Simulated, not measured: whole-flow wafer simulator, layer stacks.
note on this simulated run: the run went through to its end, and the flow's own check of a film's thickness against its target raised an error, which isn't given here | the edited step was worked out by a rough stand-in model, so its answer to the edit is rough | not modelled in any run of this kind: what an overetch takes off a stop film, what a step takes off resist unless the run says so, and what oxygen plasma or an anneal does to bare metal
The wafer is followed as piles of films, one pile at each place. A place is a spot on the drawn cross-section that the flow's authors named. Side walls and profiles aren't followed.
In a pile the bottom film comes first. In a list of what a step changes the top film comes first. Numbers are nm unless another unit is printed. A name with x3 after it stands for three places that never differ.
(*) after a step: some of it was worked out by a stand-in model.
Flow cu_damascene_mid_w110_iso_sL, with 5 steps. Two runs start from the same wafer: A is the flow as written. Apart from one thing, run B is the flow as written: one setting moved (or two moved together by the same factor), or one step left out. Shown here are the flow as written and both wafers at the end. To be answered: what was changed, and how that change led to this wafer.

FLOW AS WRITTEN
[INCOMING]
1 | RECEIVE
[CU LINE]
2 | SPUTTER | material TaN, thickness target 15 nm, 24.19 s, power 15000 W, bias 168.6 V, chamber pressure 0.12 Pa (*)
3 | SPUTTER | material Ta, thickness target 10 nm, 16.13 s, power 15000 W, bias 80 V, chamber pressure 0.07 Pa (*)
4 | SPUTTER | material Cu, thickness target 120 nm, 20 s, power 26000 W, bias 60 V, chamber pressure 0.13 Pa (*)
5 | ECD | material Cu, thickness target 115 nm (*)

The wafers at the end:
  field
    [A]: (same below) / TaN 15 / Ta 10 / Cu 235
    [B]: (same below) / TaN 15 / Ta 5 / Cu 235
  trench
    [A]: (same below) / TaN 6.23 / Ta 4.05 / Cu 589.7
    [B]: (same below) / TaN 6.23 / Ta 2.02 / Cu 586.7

Cause: step 3, SPUTTER: 8.06 s was run, though the flow has 16.13 s.

The path from the change to this, step by step:
  3 | SPUTTER | material Ta, thickness target 10 nm, 16.13 s, power 15000 W, bias 80 V, chamber pressure 0.07 Pa (*)
      field: A Ta gains 10 (new film) | B Ta gains 5 (new film)
      trench: A Ta gains 4.05 (new film) | B Ta gains 2.02 (new film)
